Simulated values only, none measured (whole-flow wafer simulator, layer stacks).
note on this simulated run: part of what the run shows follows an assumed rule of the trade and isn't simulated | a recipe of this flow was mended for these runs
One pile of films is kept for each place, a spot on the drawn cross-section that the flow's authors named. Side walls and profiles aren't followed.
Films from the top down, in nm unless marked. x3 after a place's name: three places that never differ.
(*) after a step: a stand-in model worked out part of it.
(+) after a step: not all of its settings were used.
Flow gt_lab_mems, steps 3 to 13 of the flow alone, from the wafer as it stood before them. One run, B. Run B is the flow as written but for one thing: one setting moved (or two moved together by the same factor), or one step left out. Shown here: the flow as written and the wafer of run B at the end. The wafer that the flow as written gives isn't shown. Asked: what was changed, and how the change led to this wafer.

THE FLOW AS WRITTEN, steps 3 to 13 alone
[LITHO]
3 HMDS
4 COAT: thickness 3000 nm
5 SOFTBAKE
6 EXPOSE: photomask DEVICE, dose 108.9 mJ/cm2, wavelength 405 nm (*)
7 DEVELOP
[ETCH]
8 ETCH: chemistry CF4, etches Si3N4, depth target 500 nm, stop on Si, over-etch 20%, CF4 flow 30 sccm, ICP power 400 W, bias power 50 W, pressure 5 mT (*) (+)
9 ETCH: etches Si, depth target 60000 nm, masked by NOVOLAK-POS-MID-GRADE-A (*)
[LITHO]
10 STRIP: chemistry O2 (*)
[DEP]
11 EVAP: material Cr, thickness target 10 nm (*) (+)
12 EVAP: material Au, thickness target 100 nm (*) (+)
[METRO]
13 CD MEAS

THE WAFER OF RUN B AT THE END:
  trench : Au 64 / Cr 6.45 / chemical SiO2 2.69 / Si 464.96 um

The cause: step 4, COAT: thickness 3360 nm was run, where the flow has thickness 3000 nm; step 8, ETCH: depth target 560 nm was run, where the flow has depth target 500 nm.

How the change led to this, step by step:
  4 COAT: thickness 3000 nm
      field, trench: g/i-line-resist +3360 (new film) (as written it would be: g/i-line-resist +3000 (new film))
  7 DEVELOP
      trench: g/i-line-resist -3360 (all of it) (as written it would be: g/i-line-resist -3000 (all of it))
  8 ETCH: chemistry CF4, etches Si3N4, depth target 500 nm, stop on Si, over-etch 20%, CF4 flow 30 sccm, ICP power 400 W, bias power 50 W, pressure 5 mT (*) (+)
      field: g/i-line-resist -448 (as written it would be: g/i-line-resist -400)
      trench: Si3N4 -500 (all of it), chemical SiO2 -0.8 (all of it), Si -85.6 (as written it would be: Si3N4 -500 (all of it), chemical SiO2 -0.8 (all of it), Si -49.6)
  10 STRIP: chemistry O2 (*)
      field: g/i-line-resist -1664 (all of it) (as written it would be: g/i-line-resist -1352 (all of it))
